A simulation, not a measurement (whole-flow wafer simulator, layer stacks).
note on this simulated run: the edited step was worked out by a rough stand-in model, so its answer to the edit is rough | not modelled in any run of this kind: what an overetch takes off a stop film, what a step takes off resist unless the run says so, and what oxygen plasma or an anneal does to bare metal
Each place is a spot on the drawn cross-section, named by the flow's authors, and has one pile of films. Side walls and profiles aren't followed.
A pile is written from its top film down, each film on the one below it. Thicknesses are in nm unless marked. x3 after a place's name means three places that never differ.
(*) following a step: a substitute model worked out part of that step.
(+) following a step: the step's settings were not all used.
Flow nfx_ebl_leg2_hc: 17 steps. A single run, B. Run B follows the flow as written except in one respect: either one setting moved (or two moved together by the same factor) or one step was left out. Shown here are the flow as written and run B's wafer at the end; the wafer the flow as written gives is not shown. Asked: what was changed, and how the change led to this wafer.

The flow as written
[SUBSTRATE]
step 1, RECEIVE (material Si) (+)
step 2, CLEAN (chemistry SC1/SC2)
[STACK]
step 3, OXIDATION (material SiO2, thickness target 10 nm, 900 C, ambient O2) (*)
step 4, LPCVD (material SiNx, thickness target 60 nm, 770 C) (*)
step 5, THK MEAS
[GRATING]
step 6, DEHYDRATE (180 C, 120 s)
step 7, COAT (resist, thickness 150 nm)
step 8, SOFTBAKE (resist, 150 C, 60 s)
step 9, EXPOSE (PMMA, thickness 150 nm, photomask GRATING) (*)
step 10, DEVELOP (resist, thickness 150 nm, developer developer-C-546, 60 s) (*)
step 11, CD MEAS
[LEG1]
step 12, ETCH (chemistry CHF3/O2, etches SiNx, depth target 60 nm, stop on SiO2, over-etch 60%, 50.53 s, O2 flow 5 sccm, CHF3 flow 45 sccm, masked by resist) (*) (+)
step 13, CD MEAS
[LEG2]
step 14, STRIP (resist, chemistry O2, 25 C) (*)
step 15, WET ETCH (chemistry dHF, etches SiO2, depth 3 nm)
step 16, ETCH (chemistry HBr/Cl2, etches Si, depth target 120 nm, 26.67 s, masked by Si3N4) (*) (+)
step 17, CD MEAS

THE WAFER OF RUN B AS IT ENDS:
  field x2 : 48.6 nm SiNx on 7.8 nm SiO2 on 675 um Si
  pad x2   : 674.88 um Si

The reason: step 3, OXIDATION: thickness target 7.8 nm was run, though the flow has thickness target 10 nm.
One can read it off the wafer: field x2 has SiO2 7.8, and step 3 as written asks for 10 nm.

The path from the change to this, step by step:
  step 3, OXIDATION (material SiO2, thickness target 10 nm, 900 C, ambient O2) (*)
      field x2, pad x2: SiO2 gains 7.8 (new film), chemical SiO2 loses 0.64 (all of it), Si loses 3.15 (in the flow as written it would be: SiO2 gains 10 (new film), chemical SiO2 loses 0.64 (all of it), Si loses 4.12)
  step 12, ETCH (chemistry CHF3/O2, etches SiNx, depth target 60 nm, stop on SiO2, over-etch 60%, 50.53 s, O2 flow 5 sccm, CHF3 flow 45 sccm, masked by resist) (*) (+)
      pad x2: SiNx loses 60 (all of it), SiO2 loses 7.8 (all of it) (in the flow as written it would be: SiNx loses 60 (all of it), SiO2 loses 10 (all of it))
